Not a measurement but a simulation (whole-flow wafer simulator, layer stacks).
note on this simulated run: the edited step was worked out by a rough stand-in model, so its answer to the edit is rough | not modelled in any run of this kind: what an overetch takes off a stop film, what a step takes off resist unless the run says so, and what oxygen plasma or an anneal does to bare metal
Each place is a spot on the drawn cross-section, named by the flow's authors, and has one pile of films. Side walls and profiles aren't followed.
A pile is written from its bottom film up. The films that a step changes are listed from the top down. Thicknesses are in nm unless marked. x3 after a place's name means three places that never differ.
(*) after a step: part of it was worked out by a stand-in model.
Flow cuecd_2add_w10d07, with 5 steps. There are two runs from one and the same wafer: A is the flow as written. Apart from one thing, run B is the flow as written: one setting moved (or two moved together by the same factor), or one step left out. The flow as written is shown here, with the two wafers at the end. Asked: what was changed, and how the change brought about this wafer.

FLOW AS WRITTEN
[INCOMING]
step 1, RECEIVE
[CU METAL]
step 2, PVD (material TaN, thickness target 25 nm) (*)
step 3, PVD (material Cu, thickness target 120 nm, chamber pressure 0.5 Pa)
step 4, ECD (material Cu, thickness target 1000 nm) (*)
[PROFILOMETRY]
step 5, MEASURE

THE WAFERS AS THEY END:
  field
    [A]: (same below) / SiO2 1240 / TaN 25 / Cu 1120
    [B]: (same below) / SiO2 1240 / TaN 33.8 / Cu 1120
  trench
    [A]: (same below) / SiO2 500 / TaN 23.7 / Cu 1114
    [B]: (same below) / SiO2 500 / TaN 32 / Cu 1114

What caused this: step 2, PVD: thickness target 33.8 nm was run, whereas the flow has thickness target 25 nm.
The wafer lets one read it off: field has TaN 33.8, and step 2 as written asks for 25 nm.

Step by step, how the change led to this:
  step 2, PVD (material TaN, thickness target 25 nm) (*)
      field: A +25 TaN (new film) | B +33.8 TaN (new film)
      trench: A +23.7 TaN (new film) | B +32 TaN (new film)
